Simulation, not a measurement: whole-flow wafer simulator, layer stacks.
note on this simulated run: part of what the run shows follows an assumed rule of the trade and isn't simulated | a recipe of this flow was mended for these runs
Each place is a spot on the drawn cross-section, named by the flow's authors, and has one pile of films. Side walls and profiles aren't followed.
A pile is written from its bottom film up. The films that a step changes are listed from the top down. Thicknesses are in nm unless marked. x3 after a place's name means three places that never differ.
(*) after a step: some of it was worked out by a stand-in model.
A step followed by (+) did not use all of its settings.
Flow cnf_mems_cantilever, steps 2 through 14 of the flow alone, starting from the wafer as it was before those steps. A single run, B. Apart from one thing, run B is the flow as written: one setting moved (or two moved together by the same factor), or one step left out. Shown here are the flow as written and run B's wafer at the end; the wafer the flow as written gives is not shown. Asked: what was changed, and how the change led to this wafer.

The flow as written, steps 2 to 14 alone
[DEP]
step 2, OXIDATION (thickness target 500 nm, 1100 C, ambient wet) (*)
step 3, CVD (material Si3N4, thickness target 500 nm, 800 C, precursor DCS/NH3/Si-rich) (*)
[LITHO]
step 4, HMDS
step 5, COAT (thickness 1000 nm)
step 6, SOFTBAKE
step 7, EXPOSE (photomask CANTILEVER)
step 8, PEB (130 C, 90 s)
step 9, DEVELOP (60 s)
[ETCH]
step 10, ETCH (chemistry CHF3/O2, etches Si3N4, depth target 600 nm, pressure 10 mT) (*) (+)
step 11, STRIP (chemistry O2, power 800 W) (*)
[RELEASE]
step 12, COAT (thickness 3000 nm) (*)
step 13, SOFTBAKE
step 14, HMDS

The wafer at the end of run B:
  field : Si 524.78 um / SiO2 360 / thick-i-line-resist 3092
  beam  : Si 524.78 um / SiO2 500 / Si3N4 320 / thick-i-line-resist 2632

What caused this: step 3, CVD: thickness target 320 nm was run, while the flow as written has thickness target 500 nm.
The wafer itself shows it: beam has Si3N4 320, and step 3 as written asks for 500 nm.

The path from the change to this, step by step:
  step 3, CVD (material Si3N4, thickness target 500 nm, 800 C, precursor DCS/NH3/Si-rich) (*)
      field, beam: Si3N4 gains 320 (new film) (it would be, as written: Si3N4 gains 500 (new film))
  step 10, ETCH (chemistry CHF3/O2, etches Si3N4, depth target 600 nm, pressure 10 mT) (*) (+)
      field: Si3N4 loses 320 (all of it), SiO2 loses 140 (it would be, as written: Si3N4 loses 500 (all of it), SiO2 loses 50)
  step 12, COAT (thickness 3000 nm) (*)
      beam: thick-i-line-resist gains 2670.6 (new film) (it would be, as written: thick-i-line-resist gains 2607.6 (new film))
  step 13, SOFTBAKE
      field: thick-i-line-resist gains 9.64 (it would be, as written: thick-i-line-resist gains 11.9)
      beam: thick-i-line-resist loses 38.6 (it would be, as written: thick-i-line-resist loses 47.6)
